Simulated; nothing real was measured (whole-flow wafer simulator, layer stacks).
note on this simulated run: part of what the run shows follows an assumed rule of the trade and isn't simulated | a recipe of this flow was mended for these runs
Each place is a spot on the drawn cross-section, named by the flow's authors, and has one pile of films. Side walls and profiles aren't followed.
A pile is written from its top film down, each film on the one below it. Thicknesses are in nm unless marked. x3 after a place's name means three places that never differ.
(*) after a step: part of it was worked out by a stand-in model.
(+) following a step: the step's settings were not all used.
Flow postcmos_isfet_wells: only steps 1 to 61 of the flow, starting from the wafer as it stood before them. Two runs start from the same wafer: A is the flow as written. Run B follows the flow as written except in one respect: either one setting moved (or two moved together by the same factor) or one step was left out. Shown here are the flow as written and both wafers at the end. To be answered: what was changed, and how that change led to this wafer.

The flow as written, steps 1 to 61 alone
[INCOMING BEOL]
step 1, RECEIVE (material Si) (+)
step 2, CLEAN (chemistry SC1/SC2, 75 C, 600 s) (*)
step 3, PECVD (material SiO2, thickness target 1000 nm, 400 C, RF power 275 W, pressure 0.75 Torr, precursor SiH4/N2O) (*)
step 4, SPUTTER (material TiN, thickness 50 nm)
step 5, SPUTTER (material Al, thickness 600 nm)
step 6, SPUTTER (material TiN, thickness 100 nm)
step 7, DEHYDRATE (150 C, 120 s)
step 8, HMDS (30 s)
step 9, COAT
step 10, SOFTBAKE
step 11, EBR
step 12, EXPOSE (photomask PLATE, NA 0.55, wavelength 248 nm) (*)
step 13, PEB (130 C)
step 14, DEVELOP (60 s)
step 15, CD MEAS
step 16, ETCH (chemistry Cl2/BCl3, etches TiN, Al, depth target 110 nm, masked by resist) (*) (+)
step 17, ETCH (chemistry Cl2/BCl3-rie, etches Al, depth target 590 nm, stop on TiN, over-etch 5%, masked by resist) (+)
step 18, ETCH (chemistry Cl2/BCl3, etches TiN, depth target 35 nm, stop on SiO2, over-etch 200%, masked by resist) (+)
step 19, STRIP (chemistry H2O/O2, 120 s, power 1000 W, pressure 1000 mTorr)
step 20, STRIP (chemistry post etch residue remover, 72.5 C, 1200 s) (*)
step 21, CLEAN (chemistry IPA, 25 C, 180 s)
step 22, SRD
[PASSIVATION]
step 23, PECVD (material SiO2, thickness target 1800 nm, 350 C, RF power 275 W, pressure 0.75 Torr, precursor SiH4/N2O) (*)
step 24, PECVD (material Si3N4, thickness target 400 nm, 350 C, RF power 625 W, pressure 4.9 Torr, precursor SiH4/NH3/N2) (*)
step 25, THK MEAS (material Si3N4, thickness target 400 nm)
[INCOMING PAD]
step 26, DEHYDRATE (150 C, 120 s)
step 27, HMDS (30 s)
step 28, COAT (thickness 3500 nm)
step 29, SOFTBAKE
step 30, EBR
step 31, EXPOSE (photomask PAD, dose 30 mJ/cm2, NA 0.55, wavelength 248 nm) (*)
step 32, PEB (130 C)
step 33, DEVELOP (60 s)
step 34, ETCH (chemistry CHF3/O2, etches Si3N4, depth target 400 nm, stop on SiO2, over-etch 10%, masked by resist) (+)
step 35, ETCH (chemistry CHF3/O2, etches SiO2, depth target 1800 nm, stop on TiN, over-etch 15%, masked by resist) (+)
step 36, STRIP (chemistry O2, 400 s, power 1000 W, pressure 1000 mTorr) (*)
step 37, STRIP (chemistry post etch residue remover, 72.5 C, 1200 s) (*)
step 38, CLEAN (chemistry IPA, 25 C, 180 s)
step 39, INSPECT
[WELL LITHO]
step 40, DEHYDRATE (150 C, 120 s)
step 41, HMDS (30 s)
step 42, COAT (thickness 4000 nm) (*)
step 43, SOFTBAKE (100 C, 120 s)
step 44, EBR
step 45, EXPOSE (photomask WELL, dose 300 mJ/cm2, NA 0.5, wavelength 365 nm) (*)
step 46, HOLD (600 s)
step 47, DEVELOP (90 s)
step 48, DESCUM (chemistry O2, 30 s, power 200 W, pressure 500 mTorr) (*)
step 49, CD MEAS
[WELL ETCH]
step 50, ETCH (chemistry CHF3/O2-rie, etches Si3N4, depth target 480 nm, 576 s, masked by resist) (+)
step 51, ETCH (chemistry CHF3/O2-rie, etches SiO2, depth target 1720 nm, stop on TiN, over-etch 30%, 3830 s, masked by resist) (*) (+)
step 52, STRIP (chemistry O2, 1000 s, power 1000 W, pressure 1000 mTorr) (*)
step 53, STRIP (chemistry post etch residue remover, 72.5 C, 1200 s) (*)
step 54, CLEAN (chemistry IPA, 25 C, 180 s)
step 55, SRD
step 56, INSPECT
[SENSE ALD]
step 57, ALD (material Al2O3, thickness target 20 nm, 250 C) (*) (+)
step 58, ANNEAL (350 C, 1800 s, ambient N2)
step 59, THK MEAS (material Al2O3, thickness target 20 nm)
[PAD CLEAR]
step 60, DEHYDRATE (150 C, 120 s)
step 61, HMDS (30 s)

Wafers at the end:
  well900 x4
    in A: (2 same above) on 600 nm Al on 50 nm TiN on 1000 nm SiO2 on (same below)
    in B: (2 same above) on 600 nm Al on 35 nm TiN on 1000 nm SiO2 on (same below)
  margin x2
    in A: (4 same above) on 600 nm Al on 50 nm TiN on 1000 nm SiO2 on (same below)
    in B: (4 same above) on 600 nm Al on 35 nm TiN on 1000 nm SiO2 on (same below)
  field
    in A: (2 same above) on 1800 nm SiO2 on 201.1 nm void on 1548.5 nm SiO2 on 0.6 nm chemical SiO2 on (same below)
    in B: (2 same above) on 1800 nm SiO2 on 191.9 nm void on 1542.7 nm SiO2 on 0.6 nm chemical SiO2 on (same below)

The reason: step 4, SPUTTER: thickness 35 nm was run, though the flow has thickness 50 nm.
The wafer lets one read it off: well900 x4 has TiN 35, and step 4 as written asks for 50 nm.

The path from the change to this, step by step:
  step 4, SPUTTER (material TiN, thickness 50 nm)
      field, margin x2, well900 x4, pad_clr, pad_open: A TiN gains 50 (new film) | B TiN gains 35 (new film)
  step 18, ETCH (chemistry Cl2/BCl3, etches TiN, depth target 35 nm, stop on SiO2, over-etch 200%, masked by resist) (+)
      margin x2, well900 x4, pad_clr, pad_open: A thick-KrF-resist loses 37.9 | B thick-KrF-resist loses 19.9
      field: A TiN loses 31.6 (all of it), SiO2 loses 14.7 | B TiN loses 16.6 (all of it), SiO2 loses 17.7
  step 19, STRIP (chemistry H2O/O2, 120 s, power 1000 W, pressure 1000 mTorr)
      margin x2, well900 x4, pad_clr, pad_open: A thick-KrF-resist loses 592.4 (all of it) | B thick-KrF-resist loses 610.4 (all of it)
  step 23, PECVD (material SiO2, thickness target 1800 nm, 350 C, RF power 275 W, pressure 0.75 Torr, precursor SiH4/N2O) (*)
      field: A SiO2 gains 1800 (new film), void gains 201.1 (new film), SiO2 gains 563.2 | B SiO2 gains 1800 (new film), void gains 191.9 (new film), SiO2 gains 560.3
